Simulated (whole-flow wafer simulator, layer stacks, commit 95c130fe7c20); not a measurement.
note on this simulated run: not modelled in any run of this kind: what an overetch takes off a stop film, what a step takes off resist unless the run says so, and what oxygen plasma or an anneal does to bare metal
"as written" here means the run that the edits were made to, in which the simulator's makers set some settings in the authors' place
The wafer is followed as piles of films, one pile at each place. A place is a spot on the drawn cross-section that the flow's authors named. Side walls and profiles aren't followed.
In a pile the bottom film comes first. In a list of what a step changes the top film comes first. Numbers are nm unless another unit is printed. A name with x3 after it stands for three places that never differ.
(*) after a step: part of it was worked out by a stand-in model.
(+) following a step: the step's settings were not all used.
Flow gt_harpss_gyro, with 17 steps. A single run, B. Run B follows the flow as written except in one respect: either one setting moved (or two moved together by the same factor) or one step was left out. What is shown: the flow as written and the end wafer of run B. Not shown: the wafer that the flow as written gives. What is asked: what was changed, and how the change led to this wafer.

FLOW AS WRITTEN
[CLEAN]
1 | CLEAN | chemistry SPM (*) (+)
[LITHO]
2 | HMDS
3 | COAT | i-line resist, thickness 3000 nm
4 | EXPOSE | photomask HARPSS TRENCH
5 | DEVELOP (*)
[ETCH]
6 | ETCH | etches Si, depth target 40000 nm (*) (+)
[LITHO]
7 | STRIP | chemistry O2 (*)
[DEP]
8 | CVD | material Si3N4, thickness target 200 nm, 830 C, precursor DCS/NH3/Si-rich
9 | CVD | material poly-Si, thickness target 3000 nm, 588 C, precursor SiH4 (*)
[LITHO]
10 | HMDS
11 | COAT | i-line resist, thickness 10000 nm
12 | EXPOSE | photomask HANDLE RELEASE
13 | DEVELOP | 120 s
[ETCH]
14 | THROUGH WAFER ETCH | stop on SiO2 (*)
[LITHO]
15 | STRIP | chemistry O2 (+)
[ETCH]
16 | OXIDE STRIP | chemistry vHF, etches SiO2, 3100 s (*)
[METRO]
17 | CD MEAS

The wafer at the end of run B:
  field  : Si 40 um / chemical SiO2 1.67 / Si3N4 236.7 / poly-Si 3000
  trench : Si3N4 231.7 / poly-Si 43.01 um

The reason: step 8, CVD: thickness target 236.7 nm was run, whereas the flow has thickness target 200 nm.
The wafer itself shows it: field has Si3N4 236.7, and step 8 as written asks for 200 nm.

How this came from the change, step by step:
  8 | CVD | material Si3N4, thickness target 200 nm, 830 C, precursor DCS/NH3/Si-rich
      field: +236.7 Si3N4 (new film) (it would be, as written: +200 Si3N4 (new film))
      trench: +231.7 Si3N4 (new film) (it would be, as written: +195.9 Si3N4 (new film))
